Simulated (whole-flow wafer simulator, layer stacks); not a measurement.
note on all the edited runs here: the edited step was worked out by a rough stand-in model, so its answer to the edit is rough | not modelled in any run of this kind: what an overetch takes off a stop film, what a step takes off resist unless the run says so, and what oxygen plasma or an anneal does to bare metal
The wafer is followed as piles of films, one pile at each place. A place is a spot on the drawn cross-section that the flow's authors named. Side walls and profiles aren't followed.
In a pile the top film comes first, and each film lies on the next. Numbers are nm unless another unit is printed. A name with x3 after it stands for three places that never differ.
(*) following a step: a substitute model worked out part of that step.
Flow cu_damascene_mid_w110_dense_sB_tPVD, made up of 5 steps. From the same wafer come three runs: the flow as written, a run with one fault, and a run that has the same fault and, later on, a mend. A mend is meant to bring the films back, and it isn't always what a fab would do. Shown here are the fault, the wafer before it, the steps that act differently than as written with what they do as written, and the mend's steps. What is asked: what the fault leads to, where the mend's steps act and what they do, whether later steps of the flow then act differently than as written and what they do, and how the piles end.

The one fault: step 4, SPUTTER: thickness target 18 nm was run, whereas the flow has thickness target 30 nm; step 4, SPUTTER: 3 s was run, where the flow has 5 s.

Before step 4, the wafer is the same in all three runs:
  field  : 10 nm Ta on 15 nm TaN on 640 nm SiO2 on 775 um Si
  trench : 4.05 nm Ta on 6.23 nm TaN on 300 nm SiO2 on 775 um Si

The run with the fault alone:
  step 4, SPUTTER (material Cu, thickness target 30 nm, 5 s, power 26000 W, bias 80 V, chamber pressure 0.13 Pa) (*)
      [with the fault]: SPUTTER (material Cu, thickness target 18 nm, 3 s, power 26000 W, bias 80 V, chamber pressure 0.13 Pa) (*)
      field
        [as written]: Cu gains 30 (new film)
        [with the fault]: Cu gains 18 (new film)
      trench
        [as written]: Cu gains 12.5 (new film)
        [with the fault]: Cu gains 7.49 (new film)
  None of the later steps of the flow differs from how it acts as written, at any place that is followed, by more than 2% or 0.5 nm, whichever is larger.
  At field, trench, the piles at the end differ from the flow's by more than 2% or 0.5 nm, whichever is larger.
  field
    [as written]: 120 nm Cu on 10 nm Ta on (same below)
    [with the fault]: 108 nm Cu on 10 nm Ta on (same below)
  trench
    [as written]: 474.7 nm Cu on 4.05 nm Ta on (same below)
    [with the fault]: 462.7 nm Cu on 4.05 nm Ta on (same below)

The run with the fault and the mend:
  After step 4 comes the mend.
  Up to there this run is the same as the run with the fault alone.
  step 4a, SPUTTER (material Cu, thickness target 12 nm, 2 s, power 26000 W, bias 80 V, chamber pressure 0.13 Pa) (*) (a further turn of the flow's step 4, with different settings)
      field
        Cu gains 12
      trench
        Cu gains 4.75
  None of the later steps of the flow differs from how it acts as written, at any place that is followed, by more than 2% or 0.5 nm, whichever is larger.
  At every place that both follow, the piles at the end match the flow's.
